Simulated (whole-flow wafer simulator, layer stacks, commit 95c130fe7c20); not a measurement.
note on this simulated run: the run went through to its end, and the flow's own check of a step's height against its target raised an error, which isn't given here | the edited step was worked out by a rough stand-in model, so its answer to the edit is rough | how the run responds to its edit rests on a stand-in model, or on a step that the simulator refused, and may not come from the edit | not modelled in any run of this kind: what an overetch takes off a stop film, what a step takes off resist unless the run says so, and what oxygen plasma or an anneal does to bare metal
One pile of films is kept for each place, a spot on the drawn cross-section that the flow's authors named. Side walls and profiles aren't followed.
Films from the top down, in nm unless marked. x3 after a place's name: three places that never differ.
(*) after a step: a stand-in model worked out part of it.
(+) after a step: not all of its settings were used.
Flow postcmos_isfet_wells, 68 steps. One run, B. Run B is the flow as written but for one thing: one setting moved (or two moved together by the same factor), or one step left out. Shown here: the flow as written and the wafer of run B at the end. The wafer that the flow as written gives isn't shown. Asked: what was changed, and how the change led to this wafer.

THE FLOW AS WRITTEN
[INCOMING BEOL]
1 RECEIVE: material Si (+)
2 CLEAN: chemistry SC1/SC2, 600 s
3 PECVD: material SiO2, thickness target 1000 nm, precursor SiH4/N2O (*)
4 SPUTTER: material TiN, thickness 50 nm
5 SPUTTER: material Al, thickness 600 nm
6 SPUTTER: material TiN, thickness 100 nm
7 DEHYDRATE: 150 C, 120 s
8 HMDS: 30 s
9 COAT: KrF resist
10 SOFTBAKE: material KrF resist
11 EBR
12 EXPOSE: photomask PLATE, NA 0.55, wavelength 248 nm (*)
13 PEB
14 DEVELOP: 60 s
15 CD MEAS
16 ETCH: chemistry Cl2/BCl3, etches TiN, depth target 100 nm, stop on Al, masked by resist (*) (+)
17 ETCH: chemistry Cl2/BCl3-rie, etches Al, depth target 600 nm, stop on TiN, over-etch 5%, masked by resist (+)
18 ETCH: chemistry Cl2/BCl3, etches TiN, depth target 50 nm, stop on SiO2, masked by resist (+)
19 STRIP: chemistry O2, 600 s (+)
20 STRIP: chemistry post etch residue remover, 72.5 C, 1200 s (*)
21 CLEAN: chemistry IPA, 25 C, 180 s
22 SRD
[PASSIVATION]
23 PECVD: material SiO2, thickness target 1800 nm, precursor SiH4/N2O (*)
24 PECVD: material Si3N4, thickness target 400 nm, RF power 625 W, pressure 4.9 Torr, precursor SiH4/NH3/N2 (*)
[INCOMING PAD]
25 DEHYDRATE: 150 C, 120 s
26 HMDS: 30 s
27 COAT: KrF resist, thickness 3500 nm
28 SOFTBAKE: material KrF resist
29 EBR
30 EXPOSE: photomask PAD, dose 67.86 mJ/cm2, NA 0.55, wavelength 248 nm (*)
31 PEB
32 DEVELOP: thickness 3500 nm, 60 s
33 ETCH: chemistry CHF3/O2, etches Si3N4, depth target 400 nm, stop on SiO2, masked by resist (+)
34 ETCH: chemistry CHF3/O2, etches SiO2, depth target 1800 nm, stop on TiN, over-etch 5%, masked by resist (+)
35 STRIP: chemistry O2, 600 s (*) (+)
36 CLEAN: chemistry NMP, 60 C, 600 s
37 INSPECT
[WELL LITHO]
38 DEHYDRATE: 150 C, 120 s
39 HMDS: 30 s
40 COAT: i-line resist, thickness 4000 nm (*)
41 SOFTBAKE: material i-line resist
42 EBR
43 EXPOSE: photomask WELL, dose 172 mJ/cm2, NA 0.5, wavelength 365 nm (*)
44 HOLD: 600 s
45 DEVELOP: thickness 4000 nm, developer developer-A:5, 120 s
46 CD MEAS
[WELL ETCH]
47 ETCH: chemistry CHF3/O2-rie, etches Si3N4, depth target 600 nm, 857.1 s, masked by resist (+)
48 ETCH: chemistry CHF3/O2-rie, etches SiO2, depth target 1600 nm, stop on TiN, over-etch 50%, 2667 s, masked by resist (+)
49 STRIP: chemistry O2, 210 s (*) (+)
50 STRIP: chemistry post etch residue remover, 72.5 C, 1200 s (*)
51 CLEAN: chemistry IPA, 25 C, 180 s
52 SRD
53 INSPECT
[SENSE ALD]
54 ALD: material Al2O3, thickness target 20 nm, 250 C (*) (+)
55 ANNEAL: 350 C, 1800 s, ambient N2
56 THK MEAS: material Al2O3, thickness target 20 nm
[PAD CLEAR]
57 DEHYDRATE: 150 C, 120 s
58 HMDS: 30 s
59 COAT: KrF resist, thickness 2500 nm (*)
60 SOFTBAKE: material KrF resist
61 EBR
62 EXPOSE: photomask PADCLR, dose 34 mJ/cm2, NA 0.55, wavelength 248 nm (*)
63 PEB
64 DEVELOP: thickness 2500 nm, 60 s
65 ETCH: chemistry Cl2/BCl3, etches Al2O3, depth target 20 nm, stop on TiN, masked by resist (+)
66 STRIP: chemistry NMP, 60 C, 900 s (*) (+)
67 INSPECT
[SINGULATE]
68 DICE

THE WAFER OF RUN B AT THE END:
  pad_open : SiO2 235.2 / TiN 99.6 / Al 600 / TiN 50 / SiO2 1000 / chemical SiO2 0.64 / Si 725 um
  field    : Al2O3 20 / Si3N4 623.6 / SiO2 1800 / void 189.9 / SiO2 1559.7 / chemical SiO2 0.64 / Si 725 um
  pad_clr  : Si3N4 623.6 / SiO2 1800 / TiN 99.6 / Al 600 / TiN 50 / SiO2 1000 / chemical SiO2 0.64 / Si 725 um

The cause: step 24, PECVD: thickness target 624 nm was run, where the flow has thickness target 400 nm.

How the change led to this, step by step:
  24 PECVD: material Si3N4, thickness target 400 nm, RF power 625 W, pressure 4.9 Torr, precursor SiH4/NH3/N2 (*)
      field, margin, well900, well1300 x3, pad_rim, pad_clr, pad_open: Si3N4 +624 (new film) (as written it would be: Si3N4 +400 (new film))
  33 ETCH: chemistry CHF3/O2, etches Si3N4, depth target 400 nm, stop on SiO2, masked by resist (+)
      pad_open: Si3N4 -400 (as written it would be: Si3N4 -400 (all of it))
  34 ETCH: chemistry CHF3/O2, etches SiO2, depth target 1800 nm, stop on TiN, over-etch 5%, masked by resist (+)
      pad_open: Si3N4 -224 (all of it), SiO2 -1564.8 (as written it would be: SiO2 -1800 (all of it))
  47 ETCH: chemistry CHF3/O2-rie, etches Si3N4, depth target 600 nm, 857.1 s, masked by resist (+)
      well900, well1300 x3: Si3N4 -600 (as written it would be: Si3N4 -400 (all of it), SiO2 -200)
  48 ETCH: chemistry CHF3/O2-rie, etches SiO2, depth target 1600 nm, stop on TiN, over-etch 50%, 2667 s, masked by resist (+)
      well900, well1300 x3: Si3N4 -24 (all of it), SiO2 -1800 (all of it) (as written it would be: SiO2 -1600 (all of it))
  59 COAT: KrF resist, thickness 2500 nm (*)
      field: KrF resist +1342 (new film) (as written it would be: KrF resist +1449 (new film))
      margin: KrF resist +1341.9 (new film) (as written it would be: KrF resist +1448.9 (new film))
  63 PEB
      field, margin: KrF resist -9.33 (as written it would be: KrF resist -10.1)
  66 STRIP: chemistry NMP, 60 C, 900 s (*) (+)
      field: KrF resist -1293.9 (all of it) (as written it would be: KrF resist -1400.1 (all of it))
      margin: KrF resist -1293.8 (all of it) (as written it would be: KrF resist -1400.1 (all of it))
